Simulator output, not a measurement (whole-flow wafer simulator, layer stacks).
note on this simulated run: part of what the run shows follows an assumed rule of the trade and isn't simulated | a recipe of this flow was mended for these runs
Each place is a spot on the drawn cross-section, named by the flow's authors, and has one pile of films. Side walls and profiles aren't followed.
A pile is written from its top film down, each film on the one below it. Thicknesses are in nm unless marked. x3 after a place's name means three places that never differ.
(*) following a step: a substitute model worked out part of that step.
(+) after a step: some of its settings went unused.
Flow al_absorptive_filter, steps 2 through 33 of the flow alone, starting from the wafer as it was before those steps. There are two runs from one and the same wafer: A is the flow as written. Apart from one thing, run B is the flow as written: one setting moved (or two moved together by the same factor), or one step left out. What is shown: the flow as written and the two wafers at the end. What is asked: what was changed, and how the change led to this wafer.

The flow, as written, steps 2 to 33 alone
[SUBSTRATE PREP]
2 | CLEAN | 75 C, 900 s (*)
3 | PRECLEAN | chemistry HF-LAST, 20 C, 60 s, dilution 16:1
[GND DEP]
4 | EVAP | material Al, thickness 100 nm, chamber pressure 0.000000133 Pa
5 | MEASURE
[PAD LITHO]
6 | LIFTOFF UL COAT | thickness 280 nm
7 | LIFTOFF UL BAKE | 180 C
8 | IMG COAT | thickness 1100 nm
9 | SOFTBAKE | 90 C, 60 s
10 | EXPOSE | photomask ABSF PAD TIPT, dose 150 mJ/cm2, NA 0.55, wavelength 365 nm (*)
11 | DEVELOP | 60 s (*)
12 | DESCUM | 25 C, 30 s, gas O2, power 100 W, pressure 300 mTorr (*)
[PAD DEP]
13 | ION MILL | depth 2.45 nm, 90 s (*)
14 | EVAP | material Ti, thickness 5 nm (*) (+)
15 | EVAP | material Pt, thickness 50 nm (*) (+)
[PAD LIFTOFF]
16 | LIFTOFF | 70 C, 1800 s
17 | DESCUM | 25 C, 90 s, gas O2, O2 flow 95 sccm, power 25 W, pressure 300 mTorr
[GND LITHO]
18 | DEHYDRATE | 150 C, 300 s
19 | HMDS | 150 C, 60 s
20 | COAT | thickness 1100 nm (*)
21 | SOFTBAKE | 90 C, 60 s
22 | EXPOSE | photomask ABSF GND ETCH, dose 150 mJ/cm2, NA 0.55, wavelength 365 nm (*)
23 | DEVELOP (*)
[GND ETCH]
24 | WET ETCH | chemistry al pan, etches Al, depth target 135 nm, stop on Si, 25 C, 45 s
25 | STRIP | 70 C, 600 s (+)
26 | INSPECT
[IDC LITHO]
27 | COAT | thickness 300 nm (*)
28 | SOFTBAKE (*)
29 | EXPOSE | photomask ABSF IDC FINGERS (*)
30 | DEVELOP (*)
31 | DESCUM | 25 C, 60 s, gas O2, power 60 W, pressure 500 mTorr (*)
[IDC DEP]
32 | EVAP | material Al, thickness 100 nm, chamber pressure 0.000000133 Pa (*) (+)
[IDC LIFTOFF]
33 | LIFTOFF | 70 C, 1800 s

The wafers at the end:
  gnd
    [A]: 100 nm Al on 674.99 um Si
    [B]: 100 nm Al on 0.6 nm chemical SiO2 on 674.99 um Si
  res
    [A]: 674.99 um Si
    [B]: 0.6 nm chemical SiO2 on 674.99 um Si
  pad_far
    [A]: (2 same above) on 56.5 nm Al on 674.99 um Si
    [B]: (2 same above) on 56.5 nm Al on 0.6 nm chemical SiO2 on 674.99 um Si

Cause: step 3, PRECLEAN: chemistry HF-LAST, 20 C, 60 s, dilution 16:1, was not run.

Step by step, how the change led to this:
  31 | DESCUM | 25 C, 60 s, gas O2, power 60 W, pressure 500 mTorr (*)
      idc_line: A +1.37 chemical SiO2 (new film), -0.6 Si | B +0.77 chemical SiO2, -0.34 Si
